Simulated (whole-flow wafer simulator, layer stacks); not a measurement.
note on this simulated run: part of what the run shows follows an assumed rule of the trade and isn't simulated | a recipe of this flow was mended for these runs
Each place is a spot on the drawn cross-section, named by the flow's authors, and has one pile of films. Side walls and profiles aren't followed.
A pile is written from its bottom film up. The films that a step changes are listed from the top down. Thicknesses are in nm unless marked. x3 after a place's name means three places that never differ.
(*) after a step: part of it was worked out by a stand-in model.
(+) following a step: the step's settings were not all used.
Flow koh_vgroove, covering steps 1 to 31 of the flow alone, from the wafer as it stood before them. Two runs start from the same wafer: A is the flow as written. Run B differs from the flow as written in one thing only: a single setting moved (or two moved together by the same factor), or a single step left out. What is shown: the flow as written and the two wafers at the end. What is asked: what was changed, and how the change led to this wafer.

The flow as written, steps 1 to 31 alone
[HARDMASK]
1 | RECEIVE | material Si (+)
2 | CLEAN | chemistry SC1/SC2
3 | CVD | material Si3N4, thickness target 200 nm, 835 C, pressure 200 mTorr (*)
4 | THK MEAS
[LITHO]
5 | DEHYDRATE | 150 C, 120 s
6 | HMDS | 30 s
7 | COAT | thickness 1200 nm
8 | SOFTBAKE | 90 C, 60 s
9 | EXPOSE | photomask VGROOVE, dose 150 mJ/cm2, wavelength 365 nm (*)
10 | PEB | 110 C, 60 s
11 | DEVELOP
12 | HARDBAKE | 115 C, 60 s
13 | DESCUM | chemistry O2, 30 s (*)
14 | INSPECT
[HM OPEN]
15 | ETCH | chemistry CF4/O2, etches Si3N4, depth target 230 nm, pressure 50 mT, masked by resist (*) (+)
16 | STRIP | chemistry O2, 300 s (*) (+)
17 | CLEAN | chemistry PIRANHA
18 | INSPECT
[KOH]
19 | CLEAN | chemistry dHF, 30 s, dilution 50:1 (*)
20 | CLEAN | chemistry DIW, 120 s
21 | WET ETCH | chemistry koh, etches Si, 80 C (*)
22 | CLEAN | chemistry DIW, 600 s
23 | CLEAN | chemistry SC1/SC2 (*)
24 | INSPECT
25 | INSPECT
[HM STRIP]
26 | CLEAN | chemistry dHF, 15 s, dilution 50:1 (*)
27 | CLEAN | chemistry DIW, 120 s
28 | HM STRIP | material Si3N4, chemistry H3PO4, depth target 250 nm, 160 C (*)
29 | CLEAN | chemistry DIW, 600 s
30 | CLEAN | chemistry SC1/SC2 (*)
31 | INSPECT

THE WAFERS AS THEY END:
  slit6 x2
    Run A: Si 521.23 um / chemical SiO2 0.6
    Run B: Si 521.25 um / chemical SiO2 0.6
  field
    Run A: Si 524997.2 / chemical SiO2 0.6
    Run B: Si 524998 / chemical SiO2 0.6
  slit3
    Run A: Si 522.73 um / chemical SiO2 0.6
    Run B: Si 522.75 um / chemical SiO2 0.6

What caused this: step 3, CVD: thickness target 216 nm was run, while the flow as written has thickness target 200 nm.

The path from the change to this, step by step:
  3 | CVD | material Si3N4, thickness target 200 nm, 835 C, pressure 200 mTorr (*)
      field, slit3, slit2, slit6 x2: A Si3N4 gains 200 (new film) | B Si3N4 gains 216 (new film)
  15 | ETCH | chemistry CF4/O2, etches Si3N4, depth target 230 nm, pressure 50 mT, masked by resist (*) (+)
      slit3, slit2, slit6 x2: A Si3N4 loses 200 (all of it), chemical SiO2 loses 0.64 (all of it), Si loses 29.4 | B Si3N4 loses 216 (all of it), chemical SiO2 loses 0.64 (all of it), Si loses 13.4
  28 | HM STRIP | material Si3N4, chemistry H3PO4, depth target 250 nm, 160 C (*)
      field: A Si3N4 loses 198.7 (all of it), chemical SiO2 loses 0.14, Si loses 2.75 | B Si3N4 loses 214.7 (all of it), chemical SiO2 loses 0.14, Si loses 1.95
